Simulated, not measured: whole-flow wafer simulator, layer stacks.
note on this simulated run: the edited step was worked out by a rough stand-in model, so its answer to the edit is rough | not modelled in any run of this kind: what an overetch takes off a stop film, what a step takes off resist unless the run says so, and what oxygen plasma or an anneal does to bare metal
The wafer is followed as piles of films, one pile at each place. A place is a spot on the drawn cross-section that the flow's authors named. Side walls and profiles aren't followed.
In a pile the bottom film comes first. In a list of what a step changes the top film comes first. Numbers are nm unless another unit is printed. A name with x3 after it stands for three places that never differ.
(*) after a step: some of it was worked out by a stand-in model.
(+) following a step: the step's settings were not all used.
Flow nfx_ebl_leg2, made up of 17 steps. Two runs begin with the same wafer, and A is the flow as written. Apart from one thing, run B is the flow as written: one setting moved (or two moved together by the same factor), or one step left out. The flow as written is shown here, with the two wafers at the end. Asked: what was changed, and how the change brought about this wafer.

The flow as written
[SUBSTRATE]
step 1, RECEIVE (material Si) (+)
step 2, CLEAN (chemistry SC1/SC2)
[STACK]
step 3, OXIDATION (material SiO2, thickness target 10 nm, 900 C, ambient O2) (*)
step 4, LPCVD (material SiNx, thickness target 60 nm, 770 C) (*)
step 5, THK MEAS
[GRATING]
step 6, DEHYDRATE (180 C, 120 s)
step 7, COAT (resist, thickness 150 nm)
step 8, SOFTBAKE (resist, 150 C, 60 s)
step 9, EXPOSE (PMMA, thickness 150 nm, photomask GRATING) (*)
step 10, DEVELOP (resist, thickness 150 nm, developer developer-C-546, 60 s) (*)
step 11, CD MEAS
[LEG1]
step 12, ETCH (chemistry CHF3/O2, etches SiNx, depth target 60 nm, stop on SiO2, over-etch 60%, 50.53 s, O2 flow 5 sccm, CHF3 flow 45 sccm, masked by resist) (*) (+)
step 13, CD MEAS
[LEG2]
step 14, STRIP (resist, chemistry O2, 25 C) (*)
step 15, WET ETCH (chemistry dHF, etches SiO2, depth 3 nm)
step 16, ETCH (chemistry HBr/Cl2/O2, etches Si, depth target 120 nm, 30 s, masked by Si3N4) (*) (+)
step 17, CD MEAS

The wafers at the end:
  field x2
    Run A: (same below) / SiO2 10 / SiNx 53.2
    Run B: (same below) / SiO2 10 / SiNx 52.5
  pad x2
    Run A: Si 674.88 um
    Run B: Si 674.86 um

What caused this: step 16, ETCH: depth target 132 nm was run, though the flow has depth target 120 nm; step 16, ETCH: 33 s was run, where the flow has 30 s.

How this came from the change, step by step:
  step 16, ETCH (chemistry HBr/Cl2/O2, etches Si, depth target 120 nm, 30 s, masked by Si3N4) (*) (+)
      field x2: A SiNx loses 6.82 | B SiNx loses 7.5
      pad x2: A Si loses 120 | B Si loses 132
